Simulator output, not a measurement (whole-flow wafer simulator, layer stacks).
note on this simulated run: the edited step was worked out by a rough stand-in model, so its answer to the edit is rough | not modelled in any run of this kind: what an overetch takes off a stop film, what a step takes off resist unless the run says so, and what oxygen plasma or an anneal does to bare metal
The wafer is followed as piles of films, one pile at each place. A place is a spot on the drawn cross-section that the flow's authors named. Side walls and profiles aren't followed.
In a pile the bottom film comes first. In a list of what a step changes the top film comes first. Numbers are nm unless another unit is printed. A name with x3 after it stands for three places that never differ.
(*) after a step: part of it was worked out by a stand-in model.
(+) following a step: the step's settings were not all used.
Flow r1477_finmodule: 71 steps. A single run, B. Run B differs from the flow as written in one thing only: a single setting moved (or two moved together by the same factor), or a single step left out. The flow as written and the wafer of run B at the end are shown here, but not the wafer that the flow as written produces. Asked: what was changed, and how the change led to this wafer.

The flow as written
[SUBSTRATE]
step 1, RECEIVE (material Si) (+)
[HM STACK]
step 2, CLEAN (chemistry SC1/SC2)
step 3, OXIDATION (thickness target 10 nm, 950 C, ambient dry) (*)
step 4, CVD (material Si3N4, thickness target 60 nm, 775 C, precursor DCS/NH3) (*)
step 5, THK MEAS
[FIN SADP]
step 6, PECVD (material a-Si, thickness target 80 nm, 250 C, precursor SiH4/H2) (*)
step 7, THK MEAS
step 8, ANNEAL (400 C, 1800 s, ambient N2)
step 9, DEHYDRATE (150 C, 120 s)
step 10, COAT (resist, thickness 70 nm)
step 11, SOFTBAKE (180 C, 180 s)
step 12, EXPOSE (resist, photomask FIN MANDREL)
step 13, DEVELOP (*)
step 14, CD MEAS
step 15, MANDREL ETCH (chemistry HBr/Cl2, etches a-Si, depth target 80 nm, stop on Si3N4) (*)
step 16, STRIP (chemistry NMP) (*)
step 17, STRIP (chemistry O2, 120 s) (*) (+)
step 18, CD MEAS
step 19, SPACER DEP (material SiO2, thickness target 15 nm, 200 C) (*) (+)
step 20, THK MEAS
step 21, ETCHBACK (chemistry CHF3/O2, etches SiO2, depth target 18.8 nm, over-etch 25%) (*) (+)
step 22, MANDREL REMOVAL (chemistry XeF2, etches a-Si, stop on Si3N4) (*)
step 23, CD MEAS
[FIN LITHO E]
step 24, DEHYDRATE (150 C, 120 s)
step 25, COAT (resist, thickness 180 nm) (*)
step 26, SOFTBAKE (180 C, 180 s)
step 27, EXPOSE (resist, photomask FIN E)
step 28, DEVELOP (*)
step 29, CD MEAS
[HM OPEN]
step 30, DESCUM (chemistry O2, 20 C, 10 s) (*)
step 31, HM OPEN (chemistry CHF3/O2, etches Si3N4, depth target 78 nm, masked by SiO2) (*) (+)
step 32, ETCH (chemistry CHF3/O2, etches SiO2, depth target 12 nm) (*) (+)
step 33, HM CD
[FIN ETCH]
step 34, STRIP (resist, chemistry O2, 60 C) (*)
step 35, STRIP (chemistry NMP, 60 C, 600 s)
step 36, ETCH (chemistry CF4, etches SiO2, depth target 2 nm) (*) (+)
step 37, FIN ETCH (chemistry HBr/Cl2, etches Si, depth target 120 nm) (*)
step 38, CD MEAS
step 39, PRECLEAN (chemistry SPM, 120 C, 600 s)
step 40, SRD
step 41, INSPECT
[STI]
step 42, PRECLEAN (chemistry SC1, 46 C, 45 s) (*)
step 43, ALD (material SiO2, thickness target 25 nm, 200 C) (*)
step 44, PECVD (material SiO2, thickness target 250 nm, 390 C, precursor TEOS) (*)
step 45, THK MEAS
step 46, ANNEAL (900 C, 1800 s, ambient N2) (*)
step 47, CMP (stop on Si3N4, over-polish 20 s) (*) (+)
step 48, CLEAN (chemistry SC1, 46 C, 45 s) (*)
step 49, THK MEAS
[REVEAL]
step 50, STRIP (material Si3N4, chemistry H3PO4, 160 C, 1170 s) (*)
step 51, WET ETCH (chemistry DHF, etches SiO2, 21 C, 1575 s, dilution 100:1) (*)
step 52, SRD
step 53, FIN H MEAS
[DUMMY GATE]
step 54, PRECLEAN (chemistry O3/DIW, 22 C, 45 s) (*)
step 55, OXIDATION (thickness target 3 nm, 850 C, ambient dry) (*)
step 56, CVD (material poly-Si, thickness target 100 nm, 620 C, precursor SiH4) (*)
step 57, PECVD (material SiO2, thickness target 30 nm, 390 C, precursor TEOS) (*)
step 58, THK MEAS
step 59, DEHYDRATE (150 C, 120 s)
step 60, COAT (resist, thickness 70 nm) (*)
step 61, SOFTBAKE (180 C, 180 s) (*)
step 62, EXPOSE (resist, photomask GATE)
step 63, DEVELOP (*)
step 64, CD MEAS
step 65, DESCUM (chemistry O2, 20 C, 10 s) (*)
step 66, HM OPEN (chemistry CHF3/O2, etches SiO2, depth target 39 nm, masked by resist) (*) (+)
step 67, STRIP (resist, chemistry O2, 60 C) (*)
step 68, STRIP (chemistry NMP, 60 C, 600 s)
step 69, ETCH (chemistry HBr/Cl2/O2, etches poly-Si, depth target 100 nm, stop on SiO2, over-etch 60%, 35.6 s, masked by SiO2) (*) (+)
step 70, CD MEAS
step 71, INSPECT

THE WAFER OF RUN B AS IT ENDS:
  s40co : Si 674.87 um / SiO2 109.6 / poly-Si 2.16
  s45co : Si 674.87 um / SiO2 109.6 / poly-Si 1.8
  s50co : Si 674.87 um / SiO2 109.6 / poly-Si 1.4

Cause: step 56, CVD: thickness target 150 nm was run, whereas the flow has thickness target 100 nm.

How this came from the change, step by step:
  step 56, CVD (material poly-Si, thickness target 100 nm, 620 C, precursor SiH4) (*)
      pad, padg, elg and 26 more: poly-Si gains 150 (new film) (it would be, as written: poly-Si gains 100 (new film))
      s40cg, s40co: poly-Si gains 164.6 (new film) (it would be, as written: poly-Si gains 113.9 (new film))
      (also at 5 further places)
  step 67, STRIP (resist, chemistry O2, 60 C) (*)
      s40cg: resist loses 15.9 (all of it) (it would be, as written: resist loses 16.5 (all of it))
      s45cg: resist loses 16.2 (all of it) (it would be, as written: resist loses 16.9 (all of it))
      (also at 1 further place)
  step 69, ETCH (chemistry HBr/Cl2/O2, etches poly-Si, depth target 100 nm, stop on SiO2, over-etch 60%, 35.6 s, masked by SiO2) (*) (+)
      pad, e40so, e100so, e200so, s40so, s45so, s50so: chemical SiO2 loses 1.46 (all of it), poly-Si loses 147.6 (all of it) (it would be, as written: chemical SiO2 loses 1.46 (all of it), poly-Si loses 97.6 (all of it), SiO2 loses 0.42)
      elo, e40lo, e100lo, e200lo: chemical SiO2 loses 1.46 (all of it), poly-Si loses 147.6 (all of it) (it would be, as written: chemical SiO2 loses 1.46 (all of it), poly-Si loses 97.6 (all of it), Si3N4 loses 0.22)
      (also at 7 further places)
